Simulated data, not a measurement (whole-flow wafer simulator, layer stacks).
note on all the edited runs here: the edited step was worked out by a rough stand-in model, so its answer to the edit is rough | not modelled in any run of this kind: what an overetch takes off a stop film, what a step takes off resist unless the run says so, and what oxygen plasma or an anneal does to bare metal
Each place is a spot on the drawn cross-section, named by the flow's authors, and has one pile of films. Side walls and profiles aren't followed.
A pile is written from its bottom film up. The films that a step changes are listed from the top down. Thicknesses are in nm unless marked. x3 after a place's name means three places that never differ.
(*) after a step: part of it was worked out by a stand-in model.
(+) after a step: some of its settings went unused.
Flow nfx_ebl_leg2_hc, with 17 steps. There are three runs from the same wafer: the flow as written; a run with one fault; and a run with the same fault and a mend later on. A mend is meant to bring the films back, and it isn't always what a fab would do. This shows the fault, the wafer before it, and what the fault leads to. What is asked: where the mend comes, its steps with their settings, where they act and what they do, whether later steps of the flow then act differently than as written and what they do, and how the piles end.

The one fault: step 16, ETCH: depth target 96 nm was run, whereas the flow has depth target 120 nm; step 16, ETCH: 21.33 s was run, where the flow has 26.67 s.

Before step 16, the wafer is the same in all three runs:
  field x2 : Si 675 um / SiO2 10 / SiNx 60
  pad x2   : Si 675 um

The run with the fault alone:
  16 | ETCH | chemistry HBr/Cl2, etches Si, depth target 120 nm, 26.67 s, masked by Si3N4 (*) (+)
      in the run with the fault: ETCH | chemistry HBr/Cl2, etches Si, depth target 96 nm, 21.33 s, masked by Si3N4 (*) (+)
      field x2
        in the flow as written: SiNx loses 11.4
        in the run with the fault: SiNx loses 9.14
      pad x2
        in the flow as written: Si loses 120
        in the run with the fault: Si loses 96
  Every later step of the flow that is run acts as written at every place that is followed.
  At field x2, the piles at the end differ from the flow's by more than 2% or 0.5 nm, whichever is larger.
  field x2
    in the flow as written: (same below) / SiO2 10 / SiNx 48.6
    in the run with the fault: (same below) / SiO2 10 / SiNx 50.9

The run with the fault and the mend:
  The mend follows step 17.
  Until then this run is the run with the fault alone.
  17a | ETCH | chemistry HBr/Cl2, etches Si, depth target 24 nm, 5.333 s, masked by Si3N4 (*) (+) (the flow's step 16 again, with other settings)
      field x2
        SiNx loses 2.29
      pad x2
        Si loses 24
  Every later step of the flow that is run acts as written at every place that is followed.
  The piles end the same as the flow's at every place that both follow.
